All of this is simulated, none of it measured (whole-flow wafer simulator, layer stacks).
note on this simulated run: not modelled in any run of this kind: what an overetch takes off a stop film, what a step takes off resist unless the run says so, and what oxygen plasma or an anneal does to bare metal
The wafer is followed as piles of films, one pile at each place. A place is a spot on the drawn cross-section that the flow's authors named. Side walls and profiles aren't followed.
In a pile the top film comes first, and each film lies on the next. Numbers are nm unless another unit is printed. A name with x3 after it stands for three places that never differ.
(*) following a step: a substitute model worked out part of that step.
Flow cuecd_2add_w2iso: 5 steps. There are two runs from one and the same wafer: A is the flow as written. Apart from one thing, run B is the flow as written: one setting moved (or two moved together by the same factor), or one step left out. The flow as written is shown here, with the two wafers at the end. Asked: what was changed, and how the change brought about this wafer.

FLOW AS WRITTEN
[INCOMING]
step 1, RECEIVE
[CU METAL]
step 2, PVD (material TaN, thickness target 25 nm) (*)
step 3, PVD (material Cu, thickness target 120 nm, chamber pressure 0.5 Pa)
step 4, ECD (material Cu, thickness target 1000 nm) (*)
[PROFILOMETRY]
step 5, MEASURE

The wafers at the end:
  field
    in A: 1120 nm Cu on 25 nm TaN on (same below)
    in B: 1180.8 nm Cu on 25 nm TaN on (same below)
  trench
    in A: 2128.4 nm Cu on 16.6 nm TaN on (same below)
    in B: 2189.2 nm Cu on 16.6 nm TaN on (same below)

Cause: step 3, PVD: thickness target 180.8 nm was run, while the flow as written has thickness target 120 nm.

The path from the change to this, step by step:
  step 3, PVD (material Cu, thickness target 120 nm, chamber pressure 0.5 Pa)
      field: A +120 Cu (new film) | B +180.8 Cu (new film)
      trench: A +80.8 Cu (new film) | B +121.3 Cu (new film)
